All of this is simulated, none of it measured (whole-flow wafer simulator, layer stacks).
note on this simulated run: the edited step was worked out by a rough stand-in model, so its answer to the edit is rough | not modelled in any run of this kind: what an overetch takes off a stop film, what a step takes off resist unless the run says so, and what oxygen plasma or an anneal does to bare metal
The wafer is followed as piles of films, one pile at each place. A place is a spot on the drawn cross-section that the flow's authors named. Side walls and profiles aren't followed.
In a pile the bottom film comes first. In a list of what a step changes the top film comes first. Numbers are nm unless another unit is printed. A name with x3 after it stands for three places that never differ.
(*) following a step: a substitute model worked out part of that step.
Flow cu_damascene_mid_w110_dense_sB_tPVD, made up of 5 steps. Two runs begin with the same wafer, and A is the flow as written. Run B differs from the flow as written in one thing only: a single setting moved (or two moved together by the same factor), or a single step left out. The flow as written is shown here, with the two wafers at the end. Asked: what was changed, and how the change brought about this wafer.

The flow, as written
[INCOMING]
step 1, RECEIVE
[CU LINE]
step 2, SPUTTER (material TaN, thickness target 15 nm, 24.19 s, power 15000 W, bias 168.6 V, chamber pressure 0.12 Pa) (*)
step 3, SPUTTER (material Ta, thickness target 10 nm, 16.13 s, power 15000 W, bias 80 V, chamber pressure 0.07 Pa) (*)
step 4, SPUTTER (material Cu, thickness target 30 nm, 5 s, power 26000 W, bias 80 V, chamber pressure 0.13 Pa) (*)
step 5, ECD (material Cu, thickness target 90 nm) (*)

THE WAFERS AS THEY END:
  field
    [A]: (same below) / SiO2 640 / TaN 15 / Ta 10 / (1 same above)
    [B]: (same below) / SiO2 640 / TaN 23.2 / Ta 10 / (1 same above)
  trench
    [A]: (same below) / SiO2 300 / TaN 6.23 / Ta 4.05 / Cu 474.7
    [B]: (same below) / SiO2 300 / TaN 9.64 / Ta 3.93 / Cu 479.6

What caused this: step 2, SPUTTER: thickness target 23.2 nm was run, though the flow has thickness target 15 nm.
One can read it off the wafer: field has TaN 23.2, and step 2 as written asks for 15 nm.

Step by step, how the change led to this:
  step 2, SPUTTER (material TaN, thickness target 15 nm, 24.19 s, power 15000 W, bias 168.6 V, chamber pressure 0.12 Pa) (*)
      field: A +15 TaN (new film) | B +23.2 TaN (new film)
      trench: A +6.23 TaN (new film) | B +9.64 TaN (new film)
